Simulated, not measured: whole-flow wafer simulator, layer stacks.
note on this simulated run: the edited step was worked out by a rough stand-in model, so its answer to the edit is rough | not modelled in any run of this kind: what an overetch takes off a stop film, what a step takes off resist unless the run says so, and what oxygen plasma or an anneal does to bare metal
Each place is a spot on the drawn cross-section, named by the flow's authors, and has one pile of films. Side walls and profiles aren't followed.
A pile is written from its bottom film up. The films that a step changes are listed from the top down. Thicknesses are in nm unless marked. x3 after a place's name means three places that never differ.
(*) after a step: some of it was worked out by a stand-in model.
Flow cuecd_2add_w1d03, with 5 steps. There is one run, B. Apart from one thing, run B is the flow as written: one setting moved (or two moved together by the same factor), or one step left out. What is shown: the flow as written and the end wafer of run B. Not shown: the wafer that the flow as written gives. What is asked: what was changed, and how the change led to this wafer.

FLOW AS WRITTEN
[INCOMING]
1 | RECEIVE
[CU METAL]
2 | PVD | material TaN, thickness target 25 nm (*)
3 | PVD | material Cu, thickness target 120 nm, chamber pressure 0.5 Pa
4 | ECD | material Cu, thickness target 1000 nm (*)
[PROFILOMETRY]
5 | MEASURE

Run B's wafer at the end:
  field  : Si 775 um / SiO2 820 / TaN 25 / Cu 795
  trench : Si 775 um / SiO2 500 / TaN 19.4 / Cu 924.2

Cause: step 4, ECD: thickness target 675 nm was run, while the flow as written has thickness target 1000 nm.

Step by step, how the change led to this:
  4 | ECD | material Cu, thickness target 1000 nm (*)
      field: +675 Cu (in the flow as written it would be: +1000 Cu)
      trench: +830.7 Cu (in the flow as written it would be: +1226.8 Cu)
